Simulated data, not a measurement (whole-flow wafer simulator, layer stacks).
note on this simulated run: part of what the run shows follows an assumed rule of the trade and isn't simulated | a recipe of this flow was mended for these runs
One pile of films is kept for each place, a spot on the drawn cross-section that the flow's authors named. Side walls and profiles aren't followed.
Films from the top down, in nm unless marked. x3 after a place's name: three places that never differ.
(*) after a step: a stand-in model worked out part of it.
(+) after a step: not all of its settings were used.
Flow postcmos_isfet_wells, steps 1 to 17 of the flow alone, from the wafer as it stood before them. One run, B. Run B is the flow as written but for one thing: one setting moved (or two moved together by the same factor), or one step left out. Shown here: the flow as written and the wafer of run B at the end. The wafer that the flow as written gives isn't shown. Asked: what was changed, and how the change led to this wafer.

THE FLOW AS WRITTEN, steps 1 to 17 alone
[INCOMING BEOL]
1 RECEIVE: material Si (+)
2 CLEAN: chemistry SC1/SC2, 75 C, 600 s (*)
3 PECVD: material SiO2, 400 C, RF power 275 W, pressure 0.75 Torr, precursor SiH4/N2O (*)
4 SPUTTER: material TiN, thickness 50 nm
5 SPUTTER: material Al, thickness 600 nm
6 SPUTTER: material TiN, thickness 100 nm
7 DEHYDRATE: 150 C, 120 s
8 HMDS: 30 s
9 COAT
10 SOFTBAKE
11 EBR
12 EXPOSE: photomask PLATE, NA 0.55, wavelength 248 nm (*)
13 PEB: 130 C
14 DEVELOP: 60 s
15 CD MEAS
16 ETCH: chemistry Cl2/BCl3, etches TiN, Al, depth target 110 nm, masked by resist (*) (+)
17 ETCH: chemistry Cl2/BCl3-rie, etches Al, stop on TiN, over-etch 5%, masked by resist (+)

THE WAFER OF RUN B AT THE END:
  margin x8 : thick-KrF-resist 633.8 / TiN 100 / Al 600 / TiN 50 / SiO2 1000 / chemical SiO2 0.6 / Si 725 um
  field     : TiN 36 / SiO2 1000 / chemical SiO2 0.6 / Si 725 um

The cause: step 17, ETCH: over-etch 3.8% was run, where the flow has over-etch 5%.

How the change led to this, step by step:
  17 ETCH: chemistry Cl2/BCl3-rie, etches Al, stop on TiN, over-etch 5%, masked by resist (+)
      field: Al -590 (all of it), TiN -14 (as written it would be: Al -590 (all of it), TiN -18.4)
